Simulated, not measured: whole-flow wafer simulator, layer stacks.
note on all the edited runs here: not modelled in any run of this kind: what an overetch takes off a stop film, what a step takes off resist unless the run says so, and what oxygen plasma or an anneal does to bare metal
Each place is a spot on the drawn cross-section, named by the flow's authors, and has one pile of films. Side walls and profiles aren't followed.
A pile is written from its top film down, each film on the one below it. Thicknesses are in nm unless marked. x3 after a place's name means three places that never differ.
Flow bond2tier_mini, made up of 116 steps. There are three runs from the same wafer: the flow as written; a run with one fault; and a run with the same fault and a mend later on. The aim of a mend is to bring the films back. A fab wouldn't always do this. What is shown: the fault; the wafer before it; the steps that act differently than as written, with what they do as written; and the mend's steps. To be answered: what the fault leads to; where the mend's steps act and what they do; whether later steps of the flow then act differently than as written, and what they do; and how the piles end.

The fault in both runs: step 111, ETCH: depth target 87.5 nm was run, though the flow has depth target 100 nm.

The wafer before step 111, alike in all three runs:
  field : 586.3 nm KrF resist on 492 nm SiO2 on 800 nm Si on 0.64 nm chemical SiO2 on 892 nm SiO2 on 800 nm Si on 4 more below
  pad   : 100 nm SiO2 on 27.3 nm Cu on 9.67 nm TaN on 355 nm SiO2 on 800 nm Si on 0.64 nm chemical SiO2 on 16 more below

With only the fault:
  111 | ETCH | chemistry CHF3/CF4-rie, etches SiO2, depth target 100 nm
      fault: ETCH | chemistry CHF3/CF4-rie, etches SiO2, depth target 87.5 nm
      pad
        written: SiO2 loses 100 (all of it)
        fault: SiO2 loses 87.5
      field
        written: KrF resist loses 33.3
        fault: KrF resist loses 29.2
  Steps further on in the flow that do not act as written (3 more steps, not shown, differ only slightly: by at most 2% or 0.5 nm, whichever is larger):
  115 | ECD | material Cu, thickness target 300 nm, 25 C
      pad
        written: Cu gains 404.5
        fault: Cu gains 391.4
  At pad, the piles at the end differ from the flow's by more than 2% or 0.5 nm, whichever is larger.
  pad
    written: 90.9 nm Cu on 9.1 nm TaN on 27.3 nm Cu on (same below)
    fault: 78.3 nm Cu on 9.21 nm TaN on 12.5 nm SiO2 on 27.3 nm Cu on (same below)

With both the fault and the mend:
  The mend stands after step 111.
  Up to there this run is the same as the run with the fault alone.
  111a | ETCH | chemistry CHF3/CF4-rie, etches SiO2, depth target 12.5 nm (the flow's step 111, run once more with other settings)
      field
        KrF resist loses 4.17
      pad
        SiO2 loses 12.5 (all of it)
  Later steps of the flow that are run all act as written at every place that is followed.
  By the end, the piles equal the flow's at every place that both follow.
